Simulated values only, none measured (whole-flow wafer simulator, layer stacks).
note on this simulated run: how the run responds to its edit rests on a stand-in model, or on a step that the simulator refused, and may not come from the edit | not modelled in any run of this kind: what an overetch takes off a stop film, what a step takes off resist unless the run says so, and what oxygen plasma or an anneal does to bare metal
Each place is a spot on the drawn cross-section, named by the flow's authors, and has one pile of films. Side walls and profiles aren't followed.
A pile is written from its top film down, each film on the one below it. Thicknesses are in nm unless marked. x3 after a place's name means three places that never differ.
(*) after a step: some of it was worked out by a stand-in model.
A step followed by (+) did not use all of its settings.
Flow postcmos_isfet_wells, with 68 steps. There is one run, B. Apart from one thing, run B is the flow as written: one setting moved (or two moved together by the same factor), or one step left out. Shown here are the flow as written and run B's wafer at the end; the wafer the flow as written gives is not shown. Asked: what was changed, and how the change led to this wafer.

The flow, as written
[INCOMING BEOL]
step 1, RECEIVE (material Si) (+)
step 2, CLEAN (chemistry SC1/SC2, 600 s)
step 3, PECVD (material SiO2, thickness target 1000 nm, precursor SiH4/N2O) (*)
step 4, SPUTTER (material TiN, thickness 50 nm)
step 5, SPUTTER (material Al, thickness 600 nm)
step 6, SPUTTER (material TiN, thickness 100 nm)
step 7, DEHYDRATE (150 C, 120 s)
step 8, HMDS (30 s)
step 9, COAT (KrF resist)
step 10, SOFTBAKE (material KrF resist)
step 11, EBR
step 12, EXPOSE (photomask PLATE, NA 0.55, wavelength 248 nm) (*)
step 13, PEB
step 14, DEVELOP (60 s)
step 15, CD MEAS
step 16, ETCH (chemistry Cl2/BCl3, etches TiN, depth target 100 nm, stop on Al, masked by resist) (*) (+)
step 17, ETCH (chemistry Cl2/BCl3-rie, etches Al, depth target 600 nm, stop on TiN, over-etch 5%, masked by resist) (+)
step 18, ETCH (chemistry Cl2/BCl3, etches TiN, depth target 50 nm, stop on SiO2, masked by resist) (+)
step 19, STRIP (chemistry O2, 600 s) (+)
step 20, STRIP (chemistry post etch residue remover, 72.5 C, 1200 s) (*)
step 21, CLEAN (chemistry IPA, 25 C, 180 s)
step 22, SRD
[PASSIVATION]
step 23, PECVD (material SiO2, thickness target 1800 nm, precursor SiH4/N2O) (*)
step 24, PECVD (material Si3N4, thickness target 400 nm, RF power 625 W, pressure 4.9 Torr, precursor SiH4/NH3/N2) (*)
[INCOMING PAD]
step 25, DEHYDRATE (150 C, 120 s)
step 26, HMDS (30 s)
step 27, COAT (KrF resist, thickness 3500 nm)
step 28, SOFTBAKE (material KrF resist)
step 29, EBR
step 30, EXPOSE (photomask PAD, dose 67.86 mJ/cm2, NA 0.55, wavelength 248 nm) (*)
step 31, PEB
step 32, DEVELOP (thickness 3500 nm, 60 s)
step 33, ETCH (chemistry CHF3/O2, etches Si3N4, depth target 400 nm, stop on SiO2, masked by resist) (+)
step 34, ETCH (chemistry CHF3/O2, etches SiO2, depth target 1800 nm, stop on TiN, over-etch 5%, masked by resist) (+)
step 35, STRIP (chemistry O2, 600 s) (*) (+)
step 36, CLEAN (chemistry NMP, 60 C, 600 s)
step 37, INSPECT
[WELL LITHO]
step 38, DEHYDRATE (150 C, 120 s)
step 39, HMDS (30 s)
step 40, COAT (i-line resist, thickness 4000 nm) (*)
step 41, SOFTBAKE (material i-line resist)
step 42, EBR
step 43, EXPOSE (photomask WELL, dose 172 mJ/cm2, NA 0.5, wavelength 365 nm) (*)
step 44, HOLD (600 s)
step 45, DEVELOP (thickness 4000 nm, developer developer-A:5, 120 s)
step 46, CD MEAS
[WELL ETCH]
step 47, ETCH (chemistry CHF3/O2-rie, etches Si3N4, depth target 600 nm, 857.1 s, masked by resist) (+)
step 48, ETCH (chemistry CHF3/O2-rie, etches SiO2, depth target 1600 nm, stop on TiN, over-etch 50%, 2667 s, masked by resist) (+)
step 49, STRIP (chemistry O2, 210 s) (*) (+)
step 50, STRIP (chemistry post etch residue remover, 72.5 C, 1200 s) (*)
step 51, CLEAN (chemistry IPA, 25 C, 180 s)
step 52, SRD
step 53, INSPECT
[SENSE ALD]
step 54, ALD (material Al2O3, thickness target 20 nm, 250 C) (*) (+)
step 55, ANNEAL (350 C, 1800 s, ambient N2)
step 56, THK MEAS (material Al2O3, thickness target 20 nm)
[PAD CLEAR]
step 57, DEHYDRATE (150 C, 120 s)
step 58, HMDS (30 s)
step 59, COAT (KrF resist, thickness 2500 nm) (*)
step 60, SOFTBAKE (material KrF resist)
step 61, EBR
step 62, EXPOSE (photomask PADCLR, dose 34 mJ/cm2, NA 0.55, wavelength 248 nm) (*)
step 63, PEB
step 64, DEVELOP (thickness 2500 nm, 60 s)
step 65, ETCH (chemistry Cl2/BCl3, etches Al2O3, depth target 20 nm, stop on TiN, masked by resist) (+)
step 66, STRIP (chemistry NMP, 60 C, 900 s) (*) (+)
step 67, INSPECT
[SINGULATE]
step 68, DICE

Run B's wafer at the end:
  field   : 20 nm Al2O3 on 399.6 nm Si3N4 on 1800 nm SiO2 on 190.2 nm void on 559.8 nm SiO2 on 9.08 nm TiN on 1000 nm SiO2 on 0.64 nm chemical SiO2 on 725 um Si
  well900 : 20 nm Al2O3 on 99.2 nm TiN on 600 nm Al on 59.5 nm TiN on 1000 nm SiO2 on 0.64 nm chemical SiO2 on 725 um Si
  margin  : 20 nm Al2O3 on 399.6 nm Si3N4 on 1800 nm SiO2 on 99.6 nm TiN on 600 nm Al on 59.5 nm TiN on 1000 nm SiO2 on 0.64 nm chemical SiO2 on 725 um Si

What caused this: step 4, SPUTTER: thickness 59.5 nm was run, though the flow has thickness 50 nm.
The wafer itself shows it: well900 has TiN 59.5, and step 4 as written asks for 50 nm.

How this came from the change, step by step:
  step 4, SPUTTER (material TiN, thickness 50 nm)
      field, margin, well900, well1300 x3, pad_rim, pad_clr, pad_open: TiN gains 59.5 (new film) (in the flow as written it would be: TiN gains 50 (new film))
  step 18, ETCH (chemistry Cl2/BCl3, etches TiN, depth target 50 nm, stop on SiO2, masked by resist) (+)
      field: TiN loses 50 (in the flow as written it would be: TiN loses 50 (all of it))
  step 23, PECVD (material SiO2, thickness target 1800 nm, precursor SiH4/N2O) (*)
      field: SiO2 gains 1800 (new film), void gains 190.2 (new film), SiO2 gains 559.8 (new film) (in the flow as written it would be: SiO2 gains 1800 (new film), void gains 189.9 (new film), SiO2 gains 559.7)
Taking metal films that touch as one body, field has 1 body; the flow as written gives 0 bodies.
